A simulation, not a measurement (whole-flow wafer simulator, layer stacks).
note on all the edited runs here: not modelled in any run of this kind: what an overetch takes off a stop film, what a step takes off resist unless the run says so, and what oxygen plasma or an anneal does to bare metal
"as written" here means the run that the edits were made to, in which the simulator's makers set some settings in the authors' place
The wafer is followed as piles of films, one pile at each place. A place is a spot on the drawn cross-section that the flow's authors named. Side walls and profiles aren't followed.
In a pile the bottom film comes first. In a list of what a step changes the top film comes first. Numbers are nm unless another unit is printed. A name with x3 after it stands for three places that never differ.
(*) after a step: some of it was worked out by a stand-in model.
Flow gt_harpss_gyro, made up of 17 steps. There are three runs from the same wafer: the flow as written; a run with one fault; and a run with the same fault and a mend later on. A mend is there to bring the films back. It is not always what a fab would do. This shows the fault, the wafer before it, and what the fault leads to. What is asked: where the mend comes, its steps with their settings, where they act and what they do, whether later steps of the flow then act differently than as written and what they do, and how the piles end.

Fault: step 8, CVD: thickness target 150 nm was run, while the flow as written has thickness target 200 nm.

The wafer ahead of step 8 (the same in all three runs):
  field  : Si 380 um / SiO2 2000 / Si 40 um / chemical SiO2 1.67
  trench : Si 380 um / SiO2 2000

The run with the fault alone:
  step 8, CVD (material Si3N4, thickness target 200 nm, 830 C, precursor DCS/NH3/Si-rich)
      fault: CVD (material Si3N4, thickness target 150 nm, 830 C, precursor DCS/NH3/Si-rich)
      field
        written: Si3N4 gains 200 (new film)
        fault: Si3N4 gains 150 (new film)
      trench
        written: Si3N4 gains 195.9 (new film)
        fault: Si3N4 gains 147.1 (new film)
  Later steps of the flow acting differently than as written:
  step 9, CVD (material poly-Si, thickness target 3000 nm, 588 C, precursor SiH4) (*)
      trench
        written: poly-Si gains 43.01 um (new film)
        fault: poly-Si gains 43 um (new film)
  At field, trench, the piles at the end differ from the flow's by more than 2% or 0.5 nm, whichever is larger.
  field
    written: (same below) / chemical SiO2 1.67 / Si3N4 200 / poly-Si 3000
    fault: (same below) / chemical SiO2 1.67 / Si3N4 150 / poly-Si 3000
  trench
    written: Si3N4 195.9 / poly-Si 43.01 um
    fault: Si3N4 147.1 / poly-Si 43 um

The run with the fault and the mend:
  After step 8 comes the mend.
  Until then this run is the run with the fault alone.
  step 8a, CVD (material Si3N4, thickness target 50 nm, 830 C, precursor DCS/NH3/Si-rich) (the flow's step 8, run once more with other settings)
      field
        Si3N4 gains 50
      trench
        Si3N4 gains 48.7
  Every later step of the flow that is run acts as written at every place that is followed.
  When the end is reached, the piles differ only a little from the flow's at the places that both follow, at most by 2% or 0.5 nm, whichever is larger.
